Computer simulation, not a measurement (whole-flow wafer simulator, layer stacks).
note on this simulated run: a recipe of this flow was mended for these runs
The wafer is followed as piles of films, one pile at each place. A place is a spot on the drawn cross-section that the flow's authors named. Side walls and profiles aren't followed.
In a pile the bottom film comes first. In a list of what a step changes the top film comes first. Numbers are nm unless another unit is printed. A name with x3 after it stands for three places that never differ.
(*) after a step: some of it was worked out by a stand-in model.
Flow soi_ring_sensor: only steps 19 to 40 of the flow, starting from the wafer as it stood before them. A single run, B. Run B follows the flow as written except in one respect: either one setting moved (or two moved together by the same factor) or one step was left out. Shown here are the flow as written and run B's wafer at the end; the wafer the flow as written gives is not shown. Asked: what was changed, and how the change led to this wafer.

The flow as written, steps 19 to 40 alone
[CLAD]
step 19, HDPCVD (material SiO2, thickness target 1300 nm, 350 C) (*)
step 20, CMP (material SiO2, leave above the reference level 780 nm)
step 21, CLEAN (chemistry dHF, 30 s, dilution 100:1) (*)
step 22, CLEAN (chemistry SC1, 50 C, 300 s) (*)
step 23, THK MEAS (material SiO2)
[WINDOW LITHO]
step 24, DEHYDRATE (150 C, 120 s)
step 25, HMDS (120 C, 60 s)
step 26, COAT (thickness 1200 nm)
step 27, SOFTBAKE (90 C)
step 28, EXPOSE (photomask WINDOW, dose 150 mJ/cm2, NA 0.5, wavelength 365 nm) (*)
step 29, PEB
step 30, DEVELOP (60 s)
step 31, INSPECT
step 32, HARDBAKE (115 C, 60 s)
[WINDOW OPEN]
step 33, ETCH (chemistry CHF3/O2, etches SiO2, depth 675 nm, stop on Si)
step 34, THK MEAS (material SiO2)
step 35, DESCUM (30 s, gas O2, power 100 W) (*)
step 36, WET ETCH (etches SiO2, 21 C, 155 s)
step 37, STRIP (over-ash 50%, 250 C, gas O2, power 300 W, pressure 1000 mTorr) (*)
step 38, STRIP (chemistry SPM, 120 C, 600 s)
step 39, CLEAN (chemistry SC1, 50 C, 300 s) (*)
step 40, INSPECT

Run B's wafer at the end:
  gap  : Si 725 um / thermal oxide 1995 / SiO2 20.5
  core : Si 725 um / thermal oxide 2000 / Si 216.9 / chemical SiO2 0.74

Cause: step 36, WET ETCH: 130 s was run, though the flow has 155 s.

Step by step, how the change led to this:
  step 36, WET ETCH (etches SiO2, 21 C, 155 s)
      gap, window: SiO2 loses 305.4 (it would be, as written: SiO2 loses 326.6 (all of it), thermal oxide loses 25)
  step 39, CLEAN (chemistry SC1, 50 C, 300 s) (*)
      gap, window: SiO2 loses 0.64 (it would be, as written: thermal oxide loses 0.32)
